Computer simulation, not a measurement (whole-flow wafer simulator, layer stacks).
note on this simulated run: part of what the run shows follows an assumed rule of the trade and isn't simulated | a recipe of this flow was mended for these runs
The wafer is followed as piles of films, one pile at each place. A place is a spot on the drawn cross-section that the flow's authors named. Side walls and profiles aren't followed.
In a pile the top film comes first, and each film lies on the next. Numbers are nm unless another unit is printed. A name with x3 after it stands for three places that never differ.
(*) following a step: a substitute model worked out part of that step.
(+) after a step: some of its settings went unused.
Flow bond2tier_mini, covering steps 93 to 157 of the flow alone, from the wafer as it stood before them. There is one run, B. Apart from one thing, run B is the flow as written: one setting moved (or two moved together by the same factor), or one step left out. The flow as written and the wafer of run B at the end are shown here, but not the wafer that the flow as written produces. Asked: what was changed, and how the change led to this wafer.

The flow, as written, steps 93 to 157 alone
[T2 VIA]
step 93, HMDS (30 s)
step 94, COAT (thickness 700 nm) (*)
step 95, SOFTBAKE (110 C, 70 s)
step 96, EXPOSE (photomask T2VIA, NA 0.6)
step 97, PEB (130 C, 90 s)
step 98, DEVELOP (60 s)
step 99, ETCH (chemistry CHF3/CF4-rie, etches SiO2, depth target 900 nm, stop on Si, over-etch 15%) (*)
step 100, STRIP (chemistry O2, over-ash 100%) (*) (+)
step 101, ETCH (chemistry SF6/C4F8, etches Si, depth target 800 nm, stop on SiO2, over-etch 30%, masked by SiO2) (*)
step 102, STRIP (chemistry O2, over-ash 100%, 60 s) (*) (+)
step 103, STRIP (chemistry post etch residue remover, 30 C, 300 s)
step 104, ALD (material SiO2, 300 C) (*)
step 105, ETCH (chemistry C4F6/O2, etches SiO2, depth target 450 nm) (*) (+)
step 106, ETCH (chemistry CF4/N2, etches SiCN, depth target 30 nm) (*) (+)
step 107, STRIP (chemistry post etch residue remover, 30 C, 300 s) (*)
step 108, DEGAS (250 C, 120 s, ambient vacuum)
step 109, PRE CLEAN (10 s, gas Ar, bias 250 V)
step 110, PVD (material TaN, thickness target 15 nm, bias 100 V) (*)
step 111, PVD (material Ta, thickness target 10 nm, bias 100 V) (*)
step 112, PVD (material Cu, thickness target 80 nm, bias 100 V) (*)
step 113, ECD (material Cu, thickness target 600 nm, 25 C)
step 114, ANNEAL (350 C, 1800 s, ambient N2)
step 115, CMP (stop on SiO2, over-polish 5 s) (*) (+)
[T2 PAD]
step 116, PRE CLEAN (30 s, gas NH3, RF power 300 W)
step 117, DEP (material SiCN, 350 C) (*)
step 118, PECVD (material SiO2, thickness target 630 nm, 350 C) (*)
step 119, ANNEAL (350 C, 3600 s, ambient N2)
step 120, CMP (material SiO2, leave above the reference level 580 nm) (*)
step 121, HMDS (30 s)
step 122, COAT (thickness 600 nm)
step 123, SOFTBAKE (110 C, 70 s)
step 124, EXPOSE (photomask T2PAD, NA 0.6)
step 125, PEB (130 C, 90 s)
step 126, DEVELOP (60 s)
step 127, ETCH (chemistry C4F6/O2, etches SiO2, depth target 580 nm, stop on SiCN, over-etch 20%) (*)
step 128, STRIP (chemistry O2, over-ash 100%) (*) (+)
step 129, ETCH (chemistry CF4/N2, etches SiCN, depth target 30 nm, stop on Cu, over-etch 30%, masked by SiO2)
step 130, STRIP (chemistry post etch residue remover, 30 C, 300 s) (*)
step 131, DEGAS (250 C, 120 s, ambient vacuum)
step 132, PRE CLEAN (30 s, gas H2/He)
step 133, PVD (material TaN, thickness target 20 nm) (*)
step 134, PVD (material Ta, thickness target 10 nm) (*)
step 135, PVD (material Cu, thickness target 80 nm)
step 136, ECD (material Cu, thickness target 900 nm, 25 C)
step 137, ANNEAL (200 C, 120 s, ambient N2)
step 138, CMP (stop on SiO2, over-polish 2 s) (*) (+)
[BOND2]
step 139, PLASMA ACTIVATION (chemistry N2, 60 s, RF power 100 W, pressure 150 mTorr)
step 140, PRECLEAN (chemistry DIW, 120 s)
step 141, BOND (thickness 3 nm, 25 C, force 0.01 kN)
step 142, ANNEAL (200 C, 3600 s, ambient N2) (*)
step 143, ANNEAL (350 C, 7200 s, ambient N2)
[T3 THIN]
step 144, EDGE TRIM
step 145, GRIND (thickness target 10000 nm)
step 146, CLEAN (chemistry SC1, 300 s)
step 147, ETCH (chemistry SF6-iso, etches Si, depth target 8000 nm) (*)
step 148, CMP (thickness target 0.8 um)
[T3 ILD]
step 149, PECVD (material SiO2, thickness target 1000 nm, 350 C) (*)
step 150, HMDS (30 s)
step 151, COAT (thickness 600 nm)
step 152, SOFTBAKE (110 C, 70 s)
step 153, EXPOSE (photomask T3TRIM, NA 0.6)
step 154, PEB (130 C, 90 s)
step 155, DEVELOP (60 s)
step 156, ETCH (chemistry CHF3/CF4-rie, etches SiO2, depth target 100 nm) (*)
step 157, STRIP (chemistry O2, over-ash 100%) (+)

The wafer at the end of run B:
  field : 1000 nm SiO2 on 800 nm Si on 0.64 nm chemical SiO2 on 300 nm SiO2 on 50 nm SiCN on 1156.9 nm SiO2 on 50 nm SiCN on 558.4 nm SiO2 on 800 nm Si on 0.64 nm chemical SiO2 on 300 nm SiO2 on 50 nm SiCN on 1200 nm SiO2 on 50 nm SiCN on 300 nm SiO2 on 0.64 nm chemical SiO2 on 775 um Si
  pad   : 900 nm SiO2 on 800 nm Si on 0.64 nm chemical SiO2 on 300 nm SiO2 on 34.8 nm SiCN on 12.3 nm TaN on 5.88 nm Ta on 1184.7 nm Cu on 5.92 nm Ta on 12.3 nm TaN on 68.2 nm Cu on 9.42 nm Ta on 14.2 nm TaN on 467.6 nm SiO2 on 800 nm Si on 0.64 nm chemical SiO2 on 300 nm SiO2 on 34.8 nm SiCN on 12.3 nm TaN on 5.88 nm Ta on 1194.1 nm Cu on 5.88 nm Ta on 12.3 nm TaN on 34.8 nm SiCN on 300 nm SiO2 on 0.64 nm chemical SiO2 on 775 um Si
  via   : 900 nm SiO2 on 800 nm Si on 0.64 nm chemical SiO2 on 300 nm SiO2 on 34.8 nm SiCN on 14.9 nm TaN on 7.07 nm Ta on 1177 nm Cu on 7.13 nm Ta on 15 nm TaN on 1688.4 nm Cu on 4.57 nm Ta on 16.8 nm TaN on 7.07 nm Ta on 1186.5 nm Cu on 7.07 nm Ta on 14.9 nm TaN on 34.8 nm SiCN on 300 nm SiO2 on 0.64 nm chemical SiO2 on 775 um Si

The reason: step 109, PRE CLEAN: bias 162 V was run, though the flow has bias 250 V.

Step by step, how the change led to this:
  step 109, PRE CLEAN (10 s, gas Ar, bias 250 V)
      field, pad: -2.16 SiO2 (it would be, as written: -3 SiO2)
      via: -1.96 TaN (it would be, as written: -3.19 TaN)
